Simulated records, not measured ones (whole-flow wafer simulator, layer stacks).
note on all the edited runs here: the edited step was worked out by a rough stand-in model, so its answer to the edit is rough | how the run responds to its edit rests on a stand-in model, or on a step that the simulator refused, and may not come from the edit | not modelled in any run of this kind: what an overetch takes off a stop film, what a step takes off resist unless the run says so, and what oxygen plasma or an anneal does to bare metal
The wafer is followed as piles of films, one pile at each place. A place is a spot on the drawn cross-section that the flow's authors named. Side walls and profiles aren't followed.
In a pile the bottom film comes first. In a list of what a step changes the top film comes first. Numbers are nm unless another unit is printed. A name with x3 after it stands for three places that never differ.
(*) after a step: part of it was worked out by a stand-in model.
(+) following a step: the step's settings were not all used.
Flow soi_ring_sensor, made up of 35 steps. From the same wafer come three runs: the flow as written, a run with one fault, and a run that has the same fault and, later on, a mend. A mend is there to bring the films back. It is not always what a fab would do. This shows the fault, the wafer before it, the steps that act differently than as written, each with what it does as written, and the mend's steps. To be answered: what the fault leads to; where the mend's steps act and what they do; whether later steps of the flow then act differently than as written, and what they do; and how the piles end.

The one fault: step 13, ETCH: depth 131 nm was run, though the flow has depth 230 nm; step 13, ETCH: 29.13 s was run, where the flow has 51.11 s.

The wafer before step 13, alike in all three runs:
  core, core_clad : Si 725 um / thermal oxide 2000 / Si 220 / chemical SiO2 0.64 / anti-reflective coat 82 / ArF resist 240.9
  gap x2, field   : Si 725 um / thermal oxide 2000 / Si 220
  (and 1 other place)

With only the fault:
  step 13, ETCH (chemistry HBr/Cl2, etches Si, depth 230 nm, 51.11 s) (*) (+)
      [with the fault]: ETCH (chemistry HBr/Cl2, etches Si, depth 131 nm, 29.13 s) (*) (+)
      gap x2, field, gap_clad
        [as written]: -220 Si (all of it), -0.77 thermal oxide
        [with the fault]: -131 Si
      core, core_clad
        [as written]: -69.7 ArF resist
        [with the fault]: -39.7 ArF resist
  Later steps of the flow acting differently than as written (not shown: 1 more step that differs only slightly, by at most 2% or 0.5 nm, whichever is larger):
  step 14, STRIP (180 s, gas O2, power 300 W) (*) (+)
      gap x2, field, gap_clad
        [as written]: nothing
        [with the fault]: +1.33 chemical SiO2 (new film), -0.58 Si
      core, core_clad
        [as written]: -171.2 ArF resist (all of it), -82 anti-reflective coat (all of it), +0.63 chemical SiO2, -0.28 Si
        [with the fault]: -201.2 ArF resist (all of it), -82 anti-reflective coat (all of it), +0.62 chemical SiO2, -0.27 Si
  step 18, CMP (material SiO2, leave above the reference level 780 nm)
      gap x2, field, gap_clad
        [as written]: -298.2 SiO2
        [with the fault]: -388.8 SiO2
  By the end, the piles at field depart from the flow's by more than 2% or 0.5 nm, whichever is larger.
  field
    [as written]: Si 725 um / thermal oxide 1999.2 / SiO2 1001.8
    [with the fault]: Si 725 um / thermal oxide 2000 / Si 88.4 / chemical SiO2 1.33 / SiO2 911.2

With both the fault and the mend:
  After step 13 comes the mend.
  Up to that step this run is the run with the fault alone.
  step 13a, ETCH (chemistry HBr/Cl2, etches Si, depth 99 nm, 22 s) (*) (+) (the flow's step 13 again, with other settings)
      gap x2, field, gap_clad
        -89 Si (all of it), -0.77 thermal oxide
      core, core_clad
        -30 ArF resist
  None of the later steps of the flow acts differently than as written at any place that is followed.
  The piles end the same as the flow's at every place that both follow.
